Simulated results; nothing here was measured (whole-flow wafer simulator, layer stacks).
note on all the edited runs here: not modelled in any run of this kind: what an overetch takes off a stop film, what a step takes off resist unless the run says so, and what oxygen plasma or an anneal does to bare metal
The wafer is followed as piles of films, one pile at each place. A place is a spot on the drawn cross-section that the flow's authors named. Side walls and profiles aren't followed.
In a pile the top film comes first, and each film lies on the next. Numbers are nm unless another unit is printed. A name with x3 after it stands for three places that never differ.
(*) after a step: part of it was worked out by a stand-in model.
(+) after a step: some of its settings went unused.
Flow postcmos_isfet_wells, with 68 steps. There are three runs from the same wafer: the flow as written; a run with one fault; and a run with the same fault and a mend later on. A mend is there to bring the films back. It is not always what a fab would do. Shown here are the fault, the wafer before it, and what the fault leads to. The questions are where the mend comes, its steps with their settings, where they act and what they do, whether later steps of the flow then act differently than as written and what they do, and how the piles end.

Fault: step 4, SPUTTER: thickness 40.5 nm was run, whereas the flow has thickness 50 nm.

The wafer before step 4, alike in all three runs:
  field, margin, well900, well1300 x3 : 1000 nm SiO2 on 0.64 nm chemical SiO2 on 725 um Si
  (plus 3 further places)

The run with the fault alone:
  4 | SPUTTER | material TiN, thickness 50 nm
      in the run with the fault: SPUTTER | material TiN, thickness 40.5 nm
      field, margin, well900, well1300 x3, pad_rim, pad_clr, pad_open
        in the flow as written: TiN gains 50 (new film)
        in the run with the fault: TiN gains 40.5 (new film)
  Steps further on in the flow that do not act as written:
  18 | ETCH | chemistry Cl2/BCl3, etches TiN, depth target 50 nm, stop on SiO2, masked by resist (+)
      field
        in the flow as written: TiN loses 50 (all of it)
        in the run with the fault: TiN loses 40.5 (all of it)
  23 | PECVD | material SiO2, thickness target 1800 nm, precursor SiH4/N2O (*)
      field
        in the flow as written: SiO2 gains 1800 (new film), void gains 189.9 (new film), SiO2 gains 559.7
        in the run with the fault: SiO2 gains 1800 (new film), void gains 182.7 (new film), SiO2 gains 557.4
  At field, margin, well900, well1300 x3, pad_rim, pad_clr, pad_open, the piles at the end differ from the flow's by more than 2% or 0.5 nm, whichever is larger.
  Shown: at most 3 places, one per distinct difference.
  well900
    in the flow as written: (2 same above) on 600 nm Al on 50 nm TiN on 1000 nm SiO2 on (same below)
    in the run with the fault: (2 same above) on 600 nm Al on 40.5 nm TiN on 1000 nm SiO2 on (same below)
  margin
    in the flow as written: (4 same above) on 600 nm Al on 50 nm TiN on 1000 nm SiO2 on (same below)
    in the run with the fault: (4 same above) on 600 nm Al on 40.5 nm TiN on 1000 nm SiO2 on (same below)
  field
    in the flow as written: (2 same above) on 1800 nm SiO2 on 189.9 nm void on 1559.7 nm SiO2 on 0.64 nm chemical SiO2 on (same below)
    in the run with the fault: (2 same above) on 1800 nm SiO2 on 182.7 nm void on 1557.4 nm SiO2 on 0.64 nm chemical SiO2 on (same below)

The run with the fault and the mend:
  After step 4 comes the mend.
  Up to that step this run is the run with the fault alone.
  4a | SPUTTER | material TiN, thickness 9.5 nm (the flow's step 4 again, with other settings)
      field, margin, well900, well1300 x3, pad_rim, pad_clr, pad_open
        TiN gains 9.5
  Later steps of the flow that are run all act as written at every place that is followed.
  At every place that both follow, the piles at the end match the flow's.
